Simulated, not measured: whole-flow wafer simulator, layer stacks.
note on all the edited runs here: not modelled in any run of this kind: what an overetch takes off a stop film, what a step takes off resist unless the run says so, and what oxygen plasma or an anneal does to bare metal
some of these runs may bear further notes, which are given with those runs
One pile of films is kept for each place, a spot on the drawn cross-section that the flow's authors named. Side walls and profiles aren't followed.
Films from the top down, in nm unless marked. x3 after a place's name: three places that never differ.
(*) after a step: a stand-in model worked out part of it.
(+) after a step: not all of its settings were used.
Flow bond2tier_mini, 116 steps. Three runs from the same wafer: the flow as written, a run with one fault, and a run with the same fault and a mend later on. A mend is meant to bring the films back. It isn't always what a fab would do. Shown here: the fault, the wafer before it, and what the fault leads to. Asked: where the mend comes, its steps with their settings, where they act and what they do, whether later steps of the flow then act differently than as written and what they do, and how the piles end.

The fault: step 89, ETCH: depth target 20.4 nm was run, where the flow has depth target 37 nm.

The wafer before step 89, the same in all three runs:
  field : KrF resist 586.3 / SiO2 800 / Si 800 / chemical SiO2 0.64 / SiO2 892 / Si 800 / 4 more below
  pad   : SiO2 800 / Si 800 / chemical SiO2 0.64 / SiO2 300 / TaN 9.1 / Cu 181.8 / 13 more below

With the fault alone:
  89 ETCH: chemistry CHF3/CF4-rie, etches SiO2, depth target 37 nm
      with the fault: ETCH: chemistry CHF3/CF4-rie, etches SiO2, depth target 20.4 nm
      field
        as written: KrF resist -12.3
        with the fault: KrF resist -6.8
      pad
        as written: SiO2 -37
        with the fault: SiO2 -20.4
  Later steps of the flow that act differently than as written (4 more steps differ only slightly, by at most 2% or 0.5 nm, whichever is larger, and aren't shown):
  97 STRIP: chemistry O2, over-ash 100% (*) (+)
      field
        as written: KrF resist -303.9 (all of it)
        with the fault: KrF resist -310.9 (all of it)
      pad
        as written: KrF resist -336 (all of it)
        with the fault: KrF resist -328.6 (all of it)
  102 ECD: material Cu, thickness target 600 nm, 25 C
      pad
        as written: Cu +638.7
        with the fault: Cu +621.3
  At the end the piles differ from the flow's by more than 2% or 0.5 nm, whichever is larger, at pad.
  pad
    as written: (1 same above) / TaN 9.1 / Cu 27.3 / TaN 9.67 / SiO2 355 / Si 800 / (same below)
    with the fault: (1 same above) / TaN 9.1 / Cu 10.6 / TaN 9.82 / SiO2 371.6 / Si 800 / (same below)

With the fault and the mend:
  The mend comes after step 90.
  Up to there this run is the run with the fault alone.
  90a COAT: KrF resist, thickness 600 nm (*) (the flow's step 84 once more)
      field
        KrF resist +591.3 (new film)
      pad
        KrF resist +609 (new film)
  90b SOFTBAKE: KrF resist (the flow's step 85 once more)
      changes no film at any place that is followed
  90c EXPOSE: photomask T3TRIM, NA 0.6 (the flow's step 86 once more)
      changes no film at any place that is followed
  90d PEB: KrF resist (the flow's step 87 once more)
      changes no film at any place that is followed
  90e DEVELOP: developer TMAH-0.26N, 60 s (the flow's step 88 once more)
      field
        KrF resist -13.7
      pad
        KrF resist -609 (all of it)
  90f ETCH: chemistry CHF3/CF4-rie, etches SiO2, depth target 16.6 nm (the flow's step 89 once more, with other settings)
      field
        KrF resist -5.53
      pad
        SiO2 -16.6
  90g STRIP: chemistry O2, over-ash 100% (+) (the flow's step 90 once more)
      field
        KrF resist -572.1 (all of it)
  No later step of the flow acts differently than as written at any place that is followed.
  At the end the piles are the same as the flow's at every place that both follow.
